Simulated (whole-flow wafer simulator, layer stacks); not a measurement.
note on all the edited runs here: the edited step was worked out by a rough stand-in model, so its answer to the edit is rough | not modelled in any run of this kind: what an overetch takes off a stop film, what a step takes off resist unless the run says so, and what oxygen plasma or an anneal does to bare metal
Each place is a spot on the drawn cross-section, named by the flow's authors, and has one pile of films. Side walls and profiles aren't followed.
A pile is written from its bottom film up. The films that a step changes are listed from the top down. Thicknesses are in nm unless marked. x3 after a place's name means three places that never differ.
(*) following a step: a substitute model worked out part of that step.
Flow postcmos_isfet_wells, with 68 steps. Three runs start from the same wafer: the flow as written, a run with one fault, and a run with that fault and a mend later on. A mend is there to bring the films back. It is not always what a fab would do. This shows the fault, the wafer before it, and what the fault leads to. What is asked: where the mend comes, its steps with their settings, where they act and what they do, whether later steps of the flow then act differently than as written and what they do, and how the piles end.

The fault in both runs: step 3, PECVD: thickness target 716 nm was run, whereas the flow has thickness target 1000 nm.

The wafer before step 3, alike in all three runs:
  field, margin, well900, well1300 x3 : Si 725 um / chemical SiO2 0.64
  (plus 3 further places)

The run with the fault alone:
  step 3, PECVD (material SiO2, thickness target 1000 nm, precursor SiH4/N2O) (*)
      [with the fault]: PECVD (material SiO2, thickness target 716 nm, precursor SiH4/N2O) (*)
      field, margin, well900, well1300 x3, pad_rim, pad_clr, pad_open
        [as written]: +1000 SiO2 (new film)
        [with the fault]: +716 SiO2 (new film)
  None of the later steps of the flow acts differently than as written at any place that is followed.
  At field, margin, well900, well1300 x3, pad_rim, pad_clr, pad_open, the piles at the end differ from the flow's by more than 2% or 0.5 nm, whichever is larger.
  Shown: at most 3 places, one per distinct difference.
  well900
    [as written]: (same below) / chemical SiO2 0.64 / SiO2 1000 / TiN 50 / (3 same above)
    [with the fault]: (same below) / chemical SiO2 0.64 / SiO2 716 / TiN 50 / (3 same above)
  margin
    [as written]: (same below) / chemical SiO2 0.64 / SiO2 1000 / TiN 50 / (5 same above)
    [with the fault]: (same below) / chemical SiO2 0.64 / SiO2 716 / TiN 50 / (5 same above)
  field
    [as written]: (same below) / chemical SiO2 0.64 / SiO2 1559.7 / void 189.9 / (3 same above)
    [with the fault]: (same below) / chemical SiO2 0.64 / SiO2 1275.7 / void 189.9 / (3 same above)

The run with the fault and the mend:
  After step 3 comes the mend.
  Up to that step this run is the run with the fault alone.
  step 3a, ETCH (chemistry boe, depth target 823.4 nm)
      field, margin, well900, well1300 x3, pad_rim, pad_clr, pad_open
        -716 SiO2 (all of it), -0.64 chemical SiO2 (all of it)
  step 3b, PECVD (material SiO2, thickness target 1000 nm, precursor SiH4/N2O) (a further turn of the flow's step 3)
      field, margin, well900, well1300 x3, pad_rim, pad_clr, pad_open
        +1000 SiO2 (new film)
  None of the later steps of the flow acts differently than as written at any place that is followed.
  At field, margin, well900, well1300 x3, pad_rim, pad_clr, pad_open, the piles at the end differ from the flow's by more than 2% or 0.5 nm, whichever is larger.
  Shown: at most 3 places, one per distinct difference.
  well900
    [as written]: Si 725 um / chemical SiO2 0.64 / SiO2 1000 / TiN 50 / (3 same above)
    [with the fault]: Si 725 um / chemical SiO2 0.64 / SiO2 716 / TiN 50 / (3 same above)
    [with the mend]: Si 725 um / SiO2 1000 / TiN 50 / (3 same above)
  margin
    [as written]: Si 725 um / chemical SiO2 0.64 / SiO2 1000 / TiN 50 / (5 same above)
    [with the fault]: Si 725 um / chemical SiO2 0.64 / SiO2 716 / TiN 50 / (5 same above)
    [with the mend]: Si 725 um / SiO2 1000 / TiN 50 / (5 same above)
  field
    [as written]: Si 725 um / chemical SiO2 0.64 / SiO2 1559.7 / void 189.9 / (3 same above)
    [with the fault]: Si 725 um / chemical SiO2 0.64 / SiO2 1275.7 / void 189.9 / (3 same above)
    [with the mend]: Si 725 um / SiO2 1559.7 / void 189.9 / (3 same above)
